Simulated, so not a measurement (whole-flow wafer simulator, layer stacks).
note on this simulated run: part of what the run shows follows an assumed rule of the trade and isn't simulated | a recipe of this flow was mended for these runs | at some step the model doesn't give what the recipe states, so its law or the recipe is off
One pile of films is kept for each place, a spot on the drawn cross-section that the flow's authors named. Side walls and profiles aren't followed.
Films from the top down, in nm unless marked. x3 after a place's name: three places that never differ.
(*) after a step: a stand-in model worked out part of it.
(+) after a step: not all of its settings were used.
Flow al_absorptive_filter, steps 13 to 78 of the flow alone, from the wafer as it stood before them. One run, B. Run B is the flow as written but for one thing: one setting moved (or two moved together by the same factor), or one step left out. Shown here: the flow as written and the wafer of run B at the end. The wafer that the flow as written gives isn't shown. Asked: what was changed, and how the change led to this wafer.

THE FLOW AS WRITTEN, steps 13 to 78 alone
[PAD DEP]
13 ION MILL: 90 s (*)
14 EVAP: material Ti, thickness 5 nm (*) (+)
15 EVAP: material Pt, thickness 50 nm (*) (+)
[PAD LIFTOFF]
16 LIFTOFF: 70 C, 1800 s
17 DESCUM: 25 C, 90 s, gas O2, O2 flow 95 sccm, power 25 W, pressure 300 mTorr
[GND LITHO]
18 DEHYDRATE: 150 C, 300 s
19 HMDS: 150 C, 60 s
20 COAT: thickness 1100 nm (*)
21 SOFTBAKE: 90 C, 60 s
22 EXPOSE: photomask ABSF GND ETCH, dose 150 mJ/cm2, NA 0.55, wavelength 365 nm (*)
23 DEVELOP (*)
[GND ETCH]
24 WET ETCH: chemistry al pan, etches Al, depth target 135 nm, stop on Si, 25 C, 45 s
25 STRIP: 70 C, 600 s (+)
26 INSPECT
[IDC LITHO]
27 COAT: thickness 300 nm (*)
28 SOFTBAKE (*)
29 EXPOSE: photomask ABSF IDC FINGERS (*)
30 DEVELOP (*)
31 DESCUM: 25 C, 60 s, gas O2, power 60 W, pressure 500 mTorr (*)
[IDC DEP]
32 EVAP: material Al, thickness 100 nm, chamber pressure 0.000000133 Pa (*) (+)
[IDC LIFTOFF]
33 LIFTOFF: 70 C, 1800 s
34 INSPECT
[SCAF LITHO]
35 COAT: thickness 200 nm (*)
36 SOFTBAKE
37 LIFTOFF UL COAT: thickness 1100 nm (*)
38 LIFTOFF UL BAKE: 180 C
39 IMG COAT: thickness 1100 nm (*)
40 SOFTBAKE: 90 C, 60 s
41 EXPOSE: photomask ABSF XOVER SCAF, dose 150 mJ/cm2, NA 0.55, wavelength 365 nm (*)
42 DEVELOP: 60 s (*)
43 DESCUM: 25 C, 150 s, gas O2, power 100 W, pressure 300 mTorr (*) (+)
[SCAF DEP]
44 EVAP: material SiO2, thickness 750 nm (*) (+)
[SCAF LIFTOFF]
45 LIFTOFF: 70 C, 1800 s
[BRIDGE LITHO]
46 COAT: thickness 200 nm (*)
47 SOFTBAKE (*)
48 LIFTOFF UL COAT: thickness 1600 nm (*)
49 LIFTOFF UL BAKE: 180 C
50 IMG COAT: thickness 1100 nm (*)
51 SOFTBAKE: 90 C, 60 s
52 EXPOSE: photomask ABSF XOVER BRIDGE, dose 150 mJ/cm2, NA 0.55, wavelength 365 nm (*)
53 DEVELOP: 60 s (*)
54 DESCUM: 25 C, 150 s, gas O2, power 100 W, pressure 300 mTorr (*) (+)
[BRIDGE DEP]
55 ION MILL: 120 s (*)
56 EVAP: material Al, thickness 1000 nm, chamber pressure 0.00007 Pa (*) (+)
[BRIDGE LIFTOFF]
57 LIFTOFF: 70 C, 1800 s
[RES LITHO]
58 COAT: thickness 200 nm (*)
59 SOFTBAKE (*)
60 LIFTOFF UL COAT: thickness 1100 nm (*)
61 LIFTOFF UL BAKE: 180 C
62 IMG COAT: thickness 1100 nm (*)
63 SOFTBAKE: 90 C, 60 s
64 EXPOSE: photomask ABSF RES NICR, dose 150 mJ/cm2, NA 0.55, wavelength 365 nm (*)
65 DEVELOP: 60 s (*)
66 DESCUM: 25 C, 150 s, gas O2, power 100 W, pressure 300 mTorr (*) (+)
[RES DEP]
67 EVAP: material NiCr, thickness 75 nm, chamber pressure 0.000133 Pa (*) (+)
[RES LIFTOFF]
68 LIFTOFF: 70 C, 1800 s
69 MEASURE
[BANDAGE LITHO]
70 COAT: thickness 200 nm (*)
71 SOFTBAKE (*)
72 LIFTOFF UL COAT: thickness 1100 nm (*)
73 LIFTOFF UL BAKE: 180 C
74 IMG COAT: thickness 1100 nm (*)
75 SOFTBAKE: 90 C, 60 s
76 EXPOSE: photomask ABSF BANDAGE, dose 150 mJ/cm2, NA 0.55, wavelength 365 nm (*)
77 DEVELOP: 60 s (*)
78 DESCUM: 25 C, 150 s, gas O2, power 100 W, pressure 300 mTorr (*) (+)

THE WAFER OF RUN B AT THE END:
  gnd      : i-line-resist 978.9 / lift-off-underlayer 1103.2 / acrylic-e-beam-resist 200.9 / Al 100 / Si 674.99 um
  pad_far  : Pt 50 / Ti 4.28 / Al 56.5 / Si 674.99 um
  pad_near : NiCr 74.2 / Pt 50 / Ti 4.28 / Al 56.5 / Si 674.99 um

The cause: step 14, EVAP: thickness 4.28 nm was run, where the flow has thickness 5 nm.
It can be read off the wafer: pad_far has Ti 4.28, and step 14 as written asks for 5 nm.

How the change led to this, step by step:
  14 EVAP: material Ti, thickness 5 nm (*) (+)
      gnd, pad_far, pad_near and 11 more: Ti +4.28 (new film) (as written it would be: Ti +5 (new film))
  16 LIFTOFF: 70 C, 1800 s
      gnd, ledge, res and 9 more: Pt -50 (all of it), Ti -4.28 (all of it), i-line-resist -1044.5 (all of it), lift-off-underlayer -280 (all of it) (as written it would be: Pt -50 (all of it), Ti -5 (all of it), i-line-resist -1044.5 (all of it), lift-off-underlayer -280 (all of it))
